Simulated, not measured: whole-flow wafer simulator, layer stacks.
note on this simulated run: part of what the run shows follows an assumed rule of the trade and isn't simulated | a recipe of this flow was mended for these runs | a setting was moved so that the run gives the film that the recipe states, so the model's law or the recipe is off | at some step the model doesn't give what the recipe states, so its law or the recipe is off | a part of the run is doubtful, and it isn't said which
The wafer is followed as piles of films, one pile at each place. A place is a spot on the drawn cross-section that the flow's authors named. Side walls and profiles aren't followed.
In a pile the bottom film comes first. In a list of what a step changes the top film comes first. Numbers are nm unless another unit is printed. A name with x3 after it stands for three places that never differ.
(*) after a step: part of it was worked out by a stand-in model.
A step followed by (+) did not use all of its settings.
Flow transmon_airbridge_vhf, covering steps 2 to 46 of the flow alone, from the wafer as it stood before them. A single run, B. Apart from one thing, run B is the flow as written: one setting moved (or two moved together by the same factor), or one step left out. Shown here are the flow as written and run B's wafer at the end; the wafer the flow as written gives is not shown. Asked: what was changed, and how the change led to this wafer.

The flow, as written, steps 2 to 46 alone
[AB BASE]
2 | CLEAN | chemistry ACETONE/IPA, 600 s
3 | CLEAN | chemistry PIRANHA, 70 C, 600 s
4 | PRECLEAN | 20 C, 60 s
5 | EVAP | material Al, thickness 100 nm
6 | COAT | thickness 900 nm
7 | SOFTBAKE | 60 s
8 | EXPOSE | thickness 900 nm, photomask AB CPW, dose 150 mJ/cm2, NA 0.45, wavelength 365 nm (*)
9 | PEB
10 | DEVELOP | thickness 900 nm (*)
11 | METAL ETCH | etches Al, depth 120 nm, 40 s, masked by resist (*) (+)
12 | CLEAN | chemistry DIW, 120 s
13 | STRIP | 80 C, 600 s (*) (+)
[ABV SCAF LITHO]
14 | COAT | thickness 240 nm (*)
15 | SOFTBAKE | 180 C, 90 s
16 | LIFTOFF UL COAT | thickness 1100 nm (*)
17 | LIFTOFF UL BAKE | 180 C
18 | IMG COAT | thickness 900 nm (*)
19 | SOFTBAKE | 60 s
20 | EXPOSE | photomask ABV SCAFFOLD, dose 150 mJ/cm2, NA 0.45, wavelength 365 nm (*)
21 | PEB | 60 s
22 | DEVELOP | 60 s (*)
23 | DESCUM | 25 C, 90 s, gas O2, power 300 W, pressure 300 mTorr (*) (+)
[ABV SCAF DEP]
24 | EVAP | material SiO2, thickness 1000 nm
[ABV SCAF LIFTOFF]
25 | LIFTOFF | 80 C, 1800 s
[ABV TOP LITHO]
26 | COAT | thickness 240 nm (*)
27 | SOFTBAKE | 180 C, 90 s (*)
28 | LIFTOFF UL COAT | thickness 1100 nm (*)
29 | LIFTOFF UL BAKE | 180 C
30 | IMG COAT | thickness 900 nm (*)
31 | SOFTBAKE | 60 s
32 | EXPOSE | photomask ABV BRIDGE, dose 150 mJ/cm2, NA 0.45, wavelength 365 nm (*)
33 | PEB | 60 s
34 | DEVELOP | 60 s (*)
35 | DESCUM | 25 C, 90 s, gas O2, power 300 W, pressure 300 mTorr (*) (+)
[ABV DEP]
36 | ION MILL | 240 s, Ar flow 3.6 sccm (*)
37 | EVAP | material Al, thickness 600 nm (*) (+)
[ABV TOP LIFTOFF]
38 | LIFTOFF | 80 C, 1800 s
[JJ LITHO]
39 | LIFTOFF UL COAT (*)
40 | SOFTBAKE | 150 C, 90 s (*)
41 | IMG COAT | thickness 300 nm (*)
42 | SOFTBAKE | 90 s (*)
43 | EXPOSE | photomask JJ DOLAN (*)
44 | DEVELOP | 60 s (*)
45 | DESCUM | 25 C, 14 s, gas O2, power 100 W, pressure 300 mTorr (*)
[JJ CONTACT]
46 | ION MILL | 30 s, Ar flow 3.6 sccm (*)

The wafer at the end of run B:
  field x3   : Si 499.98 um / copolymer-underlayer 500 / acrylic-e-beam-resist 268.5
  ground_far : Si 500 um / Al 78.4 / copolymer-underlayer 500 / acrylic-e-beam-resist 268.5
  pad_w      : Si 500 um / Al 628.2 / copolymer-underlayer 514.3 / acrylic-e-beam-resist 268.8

Cause: step 5, EVAP: thickness 78.4 nm was run, though the flow has thickness 100 nm.
One can read it off the wafer: ground_far has Al 78.4, and step 5 as written asks for 100 nm.

The path from the change to this, step by step:
  5 | EVAP | material Al, thickness 100 nm
      field x3, jj_line, ground_far and 12 more: Al gains 78.4 (new film) (in the flow as written it would be: Al gains 100 (new film))
  11 | METAL ETCH | etches Al, depth 120 nm, 40 s, masked by resist (*) (+)
      field x3, jj_line, gap_w, gap_e: Al loses 65.1 (all of it), Si loses 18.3 (in the flow as written it would be: Al loses 86.7 (all of it), Si loses 11.1)
